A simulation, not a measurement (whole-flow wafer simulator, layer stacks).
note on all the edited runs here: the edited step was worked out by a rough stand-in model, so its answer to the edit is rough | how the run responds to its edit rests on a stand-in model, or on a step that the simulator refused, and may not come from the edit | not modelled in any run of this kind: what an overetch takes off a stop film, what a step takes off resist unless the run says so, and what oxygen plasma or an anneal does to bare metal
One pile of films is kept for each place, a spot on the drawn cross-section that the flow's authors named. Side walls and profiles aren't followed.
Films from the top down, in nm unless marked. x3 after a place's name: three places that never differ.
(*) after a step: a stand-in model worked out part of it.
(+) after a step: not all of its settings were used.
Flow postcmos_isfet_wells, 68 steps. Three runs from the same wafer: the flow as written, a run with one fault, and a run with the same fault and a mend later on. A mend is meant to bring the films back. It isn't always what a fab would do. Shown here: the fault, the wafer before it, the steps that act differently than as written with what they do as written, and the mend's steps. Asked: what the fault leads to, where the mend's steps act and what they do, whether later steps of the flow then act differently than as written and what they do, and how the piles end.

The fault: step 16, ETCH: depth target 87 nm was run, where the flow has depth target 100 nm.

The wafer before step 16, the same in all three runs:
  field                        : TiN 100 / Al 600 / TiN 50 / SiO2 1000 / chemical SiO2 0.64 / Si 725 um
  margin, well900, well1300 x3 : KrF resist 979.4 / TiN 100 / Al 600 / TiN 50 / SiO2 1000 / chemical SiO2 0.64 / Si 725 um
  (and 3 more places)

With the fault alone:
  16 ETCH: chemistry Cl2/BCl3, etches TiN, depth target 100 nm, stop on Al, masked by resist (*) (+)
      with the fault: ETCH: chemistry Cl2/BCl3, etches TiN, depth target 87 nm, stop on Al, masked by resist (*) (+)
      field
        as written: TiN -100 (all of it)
        with the fault: TiN -87
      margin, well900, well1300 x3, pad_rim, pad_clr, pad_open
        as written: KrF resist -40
        with the fault: KrF resist -34.8
  Later steps of the flow that act differently than as written (2 more steps differ only slightly, by at most 2% or 0.5 nm, whichever is larger, and aren't shown):
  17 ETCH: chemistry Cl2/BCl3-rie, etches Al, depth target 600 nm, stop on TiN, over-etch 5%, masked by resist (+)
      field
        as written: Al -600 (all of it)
        with the fault: TiN -13 (all of it), Al -579.2
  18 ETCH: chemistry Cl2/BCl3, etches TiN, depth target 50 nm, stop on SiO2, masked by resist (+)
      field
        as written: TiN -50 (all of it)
        with the fault: Al -20.8 (all of it), TiN -41.3
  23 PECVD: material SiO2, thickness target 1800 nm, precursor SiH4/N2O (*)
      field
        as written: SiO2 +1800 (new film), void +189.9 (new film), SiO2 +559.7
        with the fault: SiO2 +1800 (new film), void +183.6 (new film), SiO2 +557.7 (new film)
  At the end the piles differ from the flow's by more than 2% or 0.5 nm, whichever is larger, at field.
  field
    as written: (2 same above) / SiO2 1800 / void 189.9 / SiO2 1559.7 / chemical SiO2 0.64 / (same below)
    with the fault: (2 same above) / SiO2 1800 / void 183.6 / SiO2 557.7 / TiN 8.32 / SiO2 1000 / chemical SiO2 0.64 / (same below)

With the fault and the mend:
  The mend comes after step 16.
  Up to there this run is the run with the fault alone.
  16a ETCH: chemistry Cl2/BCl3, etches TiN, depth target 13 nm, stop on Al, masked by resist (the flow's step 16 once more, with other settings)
      margin, well900, well1300 x3, pad_rim, pad_clr, pad_open
        KrF resist -5.2
      field
        TiN -13 (all of it)
  No later step of the flow acts differently than as written at any place that is followed.
  At the end the piles are the same as the flow's at every place that both follow.
